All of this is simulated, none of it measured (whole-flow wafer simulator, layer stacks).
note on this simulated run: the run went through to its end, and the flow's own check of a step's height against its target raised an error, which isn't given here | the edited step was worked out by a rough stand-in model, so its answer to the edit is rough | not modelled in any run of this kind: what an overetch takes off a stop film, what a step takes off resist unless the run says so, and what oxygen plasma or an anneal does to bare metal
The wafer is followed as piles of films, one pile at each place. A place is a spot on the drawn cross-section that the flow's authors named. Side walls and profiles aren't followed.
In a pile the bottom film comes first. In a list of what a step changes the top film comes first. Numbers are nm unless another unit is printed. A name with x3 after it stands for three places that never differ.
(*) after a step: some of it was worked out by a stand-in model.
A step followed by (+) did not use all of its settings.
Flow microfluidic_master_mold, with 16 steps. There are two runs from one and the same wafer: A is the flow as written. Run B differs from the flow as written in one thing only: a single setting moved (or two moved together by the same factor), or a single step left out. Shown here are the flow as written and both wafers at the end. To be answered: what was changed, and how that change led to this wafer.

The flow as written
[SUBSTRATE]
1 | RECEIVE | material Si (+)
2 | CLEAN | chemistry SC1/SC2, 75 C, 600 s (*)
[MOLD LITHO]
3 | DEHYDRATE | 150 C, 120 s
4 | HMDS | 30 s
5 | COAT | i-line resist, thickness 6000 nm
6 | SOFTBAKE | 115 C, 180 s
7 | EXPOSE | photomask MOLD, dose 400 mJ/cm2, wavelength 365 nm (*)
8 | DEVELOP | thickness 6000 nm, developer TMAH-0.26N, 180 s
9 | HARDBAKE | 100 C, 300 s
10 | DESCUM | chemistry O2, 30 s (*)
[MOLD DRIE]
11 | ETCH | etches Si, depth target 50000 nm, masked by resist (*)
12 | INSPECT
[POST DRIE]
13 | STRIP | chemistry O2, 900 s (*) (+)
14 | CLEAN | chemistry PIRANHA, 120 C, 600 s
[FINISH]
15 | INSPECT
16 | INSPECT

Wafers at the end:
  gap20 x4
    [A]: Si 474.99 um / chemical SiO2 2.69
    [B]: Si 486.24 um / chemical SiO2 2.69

What caused this: step 11, ETCH: depth target 38750 nm was run, while the flow as written has depth target 50000 nm.

The path from the change to this, step by step:
  11 | ETCH | etches Si, depth target 50000 nm, masked by resist (*)
      gap20 x4: A chemical SiO2 loses 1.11 (all of it), Si loses 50 um | B chemical SiO2 loses 1.11 (all of it), Si loses 38.75 um
      ridge: A i-line resist loses 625 | B i-line resist loses 484.4
  13 | STRIP | chemistry O2, 900 s (*) (+)
      ridge: A i-line resist loses 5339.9 (all of it), chemical SiO2 gains 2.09, Si loses 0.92 | B i-line resist loses 5480.6 (all of it), chemical SiO2 gains 2.09, Si loses 0.92
